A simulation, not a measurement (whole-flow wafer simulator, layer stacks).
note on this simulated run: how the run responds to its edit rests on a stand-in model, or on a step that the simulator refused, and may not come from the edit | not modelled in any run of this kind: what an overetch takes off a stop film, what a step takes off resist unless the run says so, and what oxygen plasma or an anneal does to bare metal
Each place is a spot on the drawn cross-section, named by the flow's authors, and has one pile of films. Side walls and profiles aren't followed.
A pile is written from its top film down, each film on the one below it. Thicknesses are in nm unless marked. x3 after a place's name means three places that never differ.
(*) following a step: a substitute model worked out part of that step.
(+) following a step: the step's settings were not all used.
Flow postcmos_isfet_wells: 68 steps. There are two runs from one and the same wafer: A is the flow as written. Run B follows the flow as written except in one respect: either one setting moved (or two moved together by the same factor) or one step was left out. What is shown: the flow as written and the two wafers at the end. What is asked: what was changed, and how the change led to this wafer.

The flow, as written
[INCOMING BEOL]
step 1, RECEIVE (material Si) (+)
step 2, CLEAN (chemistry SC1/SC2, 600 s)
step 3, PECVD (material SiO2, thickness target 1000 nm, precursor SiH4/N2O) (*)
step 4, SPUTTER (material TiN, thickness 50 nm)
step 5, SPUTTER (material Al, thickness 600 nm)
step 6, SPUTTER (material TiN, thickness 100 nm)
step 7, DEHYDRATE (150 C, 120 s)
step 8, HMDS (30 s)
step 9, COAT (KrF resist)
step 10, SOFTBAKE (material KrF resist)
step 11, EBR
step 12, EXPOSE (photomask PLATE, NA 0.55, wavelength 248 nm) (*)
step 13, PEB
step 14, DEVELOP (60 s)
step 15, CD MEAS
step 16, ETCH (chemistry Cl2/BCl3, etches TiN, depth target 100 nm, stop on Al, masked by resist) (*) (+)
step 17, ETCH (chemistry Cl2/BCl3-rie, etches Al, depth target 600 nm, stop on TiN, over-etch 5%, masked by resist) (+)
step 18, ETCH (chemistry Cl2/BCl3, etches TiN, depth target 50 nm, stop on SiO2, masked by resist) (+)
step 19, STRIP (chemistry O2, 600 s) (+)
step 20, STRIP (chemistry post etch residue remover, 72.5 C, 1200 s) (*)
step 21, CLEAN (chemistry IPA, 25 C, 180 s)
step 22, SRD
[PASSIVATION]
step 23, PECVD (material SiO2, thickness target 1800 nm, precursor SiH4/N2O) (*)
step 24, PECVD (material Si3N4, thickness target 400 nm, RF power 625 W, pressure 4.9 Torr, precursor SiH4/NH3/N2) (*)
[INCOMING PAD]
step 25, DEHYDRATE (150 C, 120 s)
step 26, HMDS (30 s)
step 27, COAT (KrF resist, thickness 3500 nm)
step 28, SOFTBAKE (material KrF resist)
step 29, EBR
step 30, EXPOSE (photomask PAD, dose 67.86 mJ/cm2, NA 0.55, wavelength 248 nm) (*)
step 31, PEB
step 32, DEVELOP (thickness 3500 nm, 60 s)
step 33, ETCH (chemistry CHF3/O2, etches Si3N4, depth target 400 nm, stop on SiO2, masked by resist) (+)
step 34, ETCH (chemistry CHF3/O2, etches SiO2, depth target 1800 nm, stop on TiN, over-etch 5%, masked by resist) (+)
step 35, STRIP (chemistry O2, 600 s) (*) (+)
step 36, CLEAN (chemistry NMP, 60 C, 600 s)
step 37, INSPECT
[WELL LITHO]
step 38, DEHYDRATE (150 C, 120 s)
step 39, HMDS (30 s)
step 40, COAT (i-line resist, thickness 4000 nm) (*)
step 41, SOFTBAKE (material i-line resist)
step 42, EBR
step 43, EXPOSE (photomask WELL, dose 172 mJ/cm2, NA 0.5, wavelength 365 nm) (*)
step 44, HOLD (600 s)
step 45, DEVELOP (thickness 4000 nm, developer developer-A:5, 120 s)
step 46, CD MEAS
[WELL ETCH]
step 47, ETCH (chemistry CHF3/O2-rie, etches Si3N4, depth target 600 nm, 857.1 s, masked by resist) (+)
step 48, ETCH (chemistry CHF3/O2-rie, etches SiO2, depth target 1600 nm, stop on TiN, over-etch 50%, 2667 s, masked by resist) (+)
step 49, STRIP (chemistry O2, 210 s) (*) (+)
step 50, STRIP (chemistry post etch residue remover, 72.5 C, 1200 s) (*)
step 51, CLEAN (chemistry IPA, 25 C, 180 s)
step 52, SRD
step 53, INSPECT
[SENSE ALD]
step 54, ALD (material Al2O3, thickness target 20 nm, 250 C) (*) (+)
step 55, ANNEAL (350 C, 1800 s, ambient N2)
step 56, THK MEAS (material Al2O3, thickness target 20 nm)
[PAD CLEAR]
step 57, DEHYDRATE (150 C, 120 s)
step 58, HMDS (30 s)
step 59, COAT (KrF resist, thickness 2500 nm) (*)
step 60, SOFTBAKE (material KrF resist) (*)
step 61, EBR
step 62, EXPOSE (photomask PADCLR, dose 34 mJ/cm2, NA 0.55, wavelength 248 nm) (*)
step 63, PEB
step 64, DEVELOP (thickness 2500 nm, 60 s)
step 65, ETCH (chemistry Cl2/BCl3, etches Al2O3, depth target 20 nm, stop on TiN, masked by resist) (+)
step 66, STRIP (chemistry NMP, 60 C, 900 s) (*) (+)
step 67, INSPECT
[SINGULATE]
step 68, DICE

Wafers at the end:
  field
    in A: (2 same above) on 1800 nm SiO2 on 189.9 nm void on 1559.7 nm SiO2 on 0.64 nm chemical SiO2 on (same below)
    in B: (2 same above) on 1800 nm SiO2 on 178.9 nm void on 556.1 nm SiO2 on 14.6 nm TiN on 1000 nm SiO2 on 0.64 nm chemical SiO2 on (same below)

What caused this: step 18, ETCH: depth target 35 nm was run, while the flow as written has depth target 50 nm.

How this came from the change, step by step:
  step 18, ETCH (chemistry Cl2/BCl3, etches TiN, depth target 50 nm, stop on SiO2, masked by resist) (+)
      field: A TiN loses 50 (all of it) | B TiN loses 35
      margin, well900, well1300 x3, pad_rim, pad_clr, pad_open: A KrF resist loses 20 | B KrF resist loses 14
  step 23, PECVD (material SiO2, thickness target 1800 nm, precursor SiH4/N2O) (*)
      field: A SiO2 gains 1800 (new film), void gains 189.9 (new film), SiO2 gains 559.7 | B SiO2 gains 1800 (new film), void gains 178.9 (new film), SiO2 gains 556.1 (new film)
Taking metal films that touch as one body, field has 1 body; the flow as written gives 0 bodies.
